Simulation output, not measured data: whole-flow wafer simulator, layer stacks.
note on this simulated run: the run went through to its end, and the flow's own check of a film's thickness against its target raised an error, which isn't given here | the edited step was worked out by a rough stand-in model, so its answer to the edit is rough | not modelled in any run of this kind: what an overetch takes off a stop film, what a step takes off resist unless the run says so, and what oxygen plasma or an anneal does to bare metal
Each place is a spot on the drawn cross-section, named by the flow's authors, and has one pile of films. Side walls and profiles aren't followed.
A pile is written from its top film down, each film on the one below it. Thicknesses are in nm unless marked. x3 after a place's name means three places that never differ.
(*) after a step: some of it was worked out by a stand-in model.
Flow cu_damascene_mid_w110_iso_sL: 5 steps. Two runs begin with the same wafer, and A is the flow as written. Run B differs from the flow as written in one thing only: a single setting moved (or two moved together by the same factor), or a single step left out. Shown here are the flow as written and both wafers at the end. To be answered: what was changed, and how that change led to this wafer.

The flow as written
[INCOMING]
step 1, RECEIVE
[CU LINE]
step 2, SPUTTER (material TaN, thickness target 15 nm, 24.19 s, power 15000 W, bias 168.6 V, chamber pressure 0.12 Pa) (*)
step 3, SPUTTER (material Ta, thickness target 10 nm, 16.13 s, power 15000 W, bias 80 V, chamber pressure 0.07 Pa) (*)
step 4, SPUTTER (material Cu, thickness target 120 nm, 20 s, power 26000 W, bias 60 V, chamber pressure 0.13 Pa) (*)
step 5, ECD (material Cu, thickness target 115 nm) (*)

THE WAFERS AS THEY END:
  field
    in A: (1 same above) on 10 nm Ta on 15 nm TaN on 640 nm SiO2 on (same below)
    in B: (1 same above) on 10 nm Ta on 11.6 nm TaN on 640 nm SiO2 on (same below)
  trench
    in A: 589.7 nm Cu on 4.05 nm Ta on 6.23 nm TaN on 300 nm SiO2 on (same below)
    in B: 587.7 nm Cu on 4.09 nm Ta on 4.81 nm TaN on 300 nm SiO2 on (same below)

The reason: step 2, SPUTTER: power 11580 W was run, whereas the flow has power 15000 W.

How this came from the change, step by step:
  step 2, SPUTTER (material TaN, thickness target 15 nm, 24.19 s, power 15000 W, bias 168.6 V, chamber pressure 0.12 Pa) (*)
      field: A TaN gains 15 (new film) | B TaN gains 11.6 (new film)
      trench: A TaN gains 6.23 (new film) | B TaN gains 4.81 (new film)
